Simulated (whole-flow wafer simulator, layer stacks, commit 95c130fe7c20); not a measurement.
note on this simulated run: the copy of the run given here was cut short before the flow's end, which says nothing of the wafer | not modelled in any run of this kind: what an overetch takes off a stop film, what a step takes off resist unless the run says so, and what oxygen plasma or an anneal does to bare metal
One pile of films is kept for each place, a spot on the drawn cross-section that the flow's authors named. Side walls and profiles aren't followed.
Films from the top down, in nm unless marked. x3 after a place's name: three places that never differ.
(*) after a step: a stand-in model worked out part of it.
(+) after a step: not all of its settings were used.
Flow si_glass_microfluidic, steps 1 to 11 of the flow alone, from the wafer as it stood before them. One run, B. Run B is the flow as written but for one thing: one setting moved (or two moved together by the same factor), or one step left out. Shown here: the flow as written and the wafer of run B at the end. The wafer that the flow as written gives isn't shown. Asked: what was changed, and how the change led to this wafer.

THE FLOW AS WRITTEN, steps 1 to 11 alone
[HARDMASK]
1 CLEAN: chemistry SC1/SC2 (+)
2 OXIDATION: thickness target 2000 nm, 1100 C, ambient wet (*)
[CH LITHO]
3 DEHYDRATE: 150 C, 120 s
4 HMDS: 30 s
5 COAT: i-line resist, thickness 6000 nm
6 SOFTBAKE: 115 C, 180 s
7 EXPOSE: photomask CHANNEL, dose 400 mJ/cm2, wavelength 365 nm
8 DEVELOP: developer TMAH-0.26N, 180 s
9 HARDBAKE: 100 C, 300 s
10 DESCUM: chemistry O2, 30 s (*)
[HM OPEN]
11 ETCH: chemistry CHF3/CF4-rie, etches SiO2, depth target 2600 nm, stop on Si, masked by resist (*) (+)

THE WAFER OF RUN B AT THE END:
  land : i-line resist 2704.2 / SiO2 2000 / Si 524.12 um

The cause: step 5, COAT: thickness 3600 nm was run, where the flow has thickness 6000 nm.

How the change led to this, step by step:
  5 COAT: i-line resist, thickness 6000 nm
      land, ch100 x9: i-line resist +3600 (new film) (as written it would be: i-line resist +6000 (new film))
  8 DEVELOP: developer TMAH-0.26N, 180 s
      ch100 x9: i-line resist -3600 (all of it) (as written it would be: i-line resist -6000 (all of it))
  9 HARDBAKE: 100 C, 300 s
      land: i-line resist -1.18 (as written it would be: i-line resist -7.06)
